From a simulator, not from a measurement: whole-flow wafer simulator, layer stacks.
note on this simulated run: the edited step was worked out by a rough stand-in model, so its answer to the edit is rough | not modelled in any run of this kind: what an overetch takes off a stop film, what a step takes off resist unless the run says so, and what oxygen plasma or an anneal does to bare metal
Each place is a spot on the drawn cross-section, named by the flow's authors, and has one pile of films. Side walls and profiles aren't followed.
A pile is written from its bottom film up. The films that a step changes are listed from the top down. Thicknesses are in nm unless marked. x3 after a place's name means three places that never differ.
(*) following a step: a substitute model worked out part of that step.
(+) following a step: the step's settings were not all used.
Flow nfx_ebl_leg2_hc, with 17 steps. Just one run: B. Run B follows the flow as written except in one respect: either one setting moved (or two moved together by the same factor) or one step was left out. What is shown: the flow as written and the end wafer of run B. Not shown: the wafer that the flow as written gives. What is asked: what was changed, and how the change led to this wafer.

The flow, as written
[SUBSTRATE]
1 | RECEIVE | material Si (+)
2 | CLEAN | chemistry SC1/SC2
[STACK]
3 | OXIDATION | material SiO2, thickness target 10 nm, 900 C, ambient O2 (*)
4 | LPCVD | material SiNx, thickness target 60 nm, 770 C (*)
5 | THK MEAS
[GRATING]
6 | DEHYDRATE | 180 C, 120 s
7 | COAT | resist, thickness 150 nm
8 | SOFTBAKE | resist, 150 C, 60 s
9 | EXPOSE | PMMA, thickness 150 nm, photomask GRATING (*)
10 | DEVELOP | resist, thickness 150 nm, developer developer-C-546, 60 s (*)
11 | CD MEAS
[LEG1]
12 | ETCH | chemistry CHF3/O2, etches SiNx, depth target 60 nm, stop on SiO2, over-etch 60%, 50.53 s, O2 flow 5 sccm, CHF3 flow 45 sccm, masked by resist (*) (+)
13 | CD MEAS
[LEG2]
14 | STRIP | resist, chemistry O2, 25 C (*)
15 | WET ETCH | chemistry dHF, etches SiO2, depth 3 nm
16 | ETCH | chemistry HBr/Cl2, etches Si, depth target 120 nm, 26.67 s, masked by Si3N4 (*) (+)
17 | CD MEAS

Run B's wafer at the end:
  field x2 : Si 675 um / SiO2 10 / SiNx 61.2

The reason: step 4, LPCVD: 782 C was run, though the flow has 770 C.

How this came from the change, step by step:
  4 | LPCVD | material SiNx, thickness target 60 nm, 770 C (*)
      field x2, pad x2: +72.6 SiNx (new film) (as written it would have been: +60 SiNx (new film))
  12 | ETCH | chemistry CHF3/O2, etches SiNx, depth target 60 nm, stop on SiO2, over-etch 60%, 50.53 s, O2 flow 5 sccm, CHF3 flow 45 sccm, masked by resist (*) (+)
      pad x2: -72.6 SiNx (all of it), -10 SiO2 (all of it) (as written it would have been: -60 SiNx (all of it), -10 SiO2 (all of it))
